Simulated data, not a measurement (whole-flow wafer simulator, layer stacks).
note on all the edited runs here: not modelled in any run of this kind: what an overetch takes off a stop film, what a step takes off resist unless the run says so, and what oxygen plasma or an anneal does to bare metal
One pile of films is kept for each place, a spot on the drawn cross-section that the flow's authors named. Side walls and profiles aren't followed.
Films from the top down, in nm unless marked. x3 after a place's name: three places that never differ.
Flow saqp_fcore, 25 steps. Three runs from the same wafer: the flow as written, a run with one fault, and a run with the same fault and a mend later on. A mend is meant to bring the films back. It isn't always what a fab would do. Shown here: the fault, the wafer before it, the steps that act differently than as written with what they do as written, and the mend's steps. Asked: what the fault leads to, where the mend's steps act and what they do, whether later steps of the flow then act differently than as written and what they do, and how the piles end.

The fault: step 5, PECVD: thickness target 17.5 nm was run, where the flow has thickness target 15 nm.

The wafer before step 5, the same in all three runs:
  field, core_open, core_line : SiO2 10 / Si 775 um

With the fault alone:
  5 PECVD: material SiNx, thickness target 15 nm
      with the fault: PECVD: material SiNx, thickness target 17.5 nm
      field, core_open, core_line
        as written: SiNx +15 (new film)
        with the fault: SiNx +17.5 (new film)
  No later step of the flow acts differently than as written at any place that is followed.
  At the end the piles differ from the flow's by more than 2% or 0.5 nm, whichever is larger, at field, core_open, core_line.
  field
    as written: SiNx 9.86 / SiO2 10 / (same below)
    with the fault: SiNx 12.4 / SiO2 10 / (same below)
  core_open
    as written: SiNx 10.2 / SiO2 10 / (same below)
    with the fault: SiNx 12.7 / SiO2 10 / (same below)
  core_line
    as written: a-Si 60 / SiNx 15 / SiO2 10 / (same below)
    with the fault: a-Si 60 / SiNx 17.5 / SiO2 10 / (same below)

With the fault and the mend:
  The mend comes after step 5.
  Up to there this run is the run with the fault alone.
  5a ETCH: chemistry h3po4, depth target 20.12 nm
      field, core_open, core_line
        SiNx -17.5 (all of it)
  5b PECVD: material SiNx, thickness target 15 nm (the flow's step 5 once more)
      field, core_open, core_line
        SiNx +15 (new film)
  No later step of the flow acts differently than as written at any place that is followed.
  At the end the piles are the same as the flow's at every place that both follow.
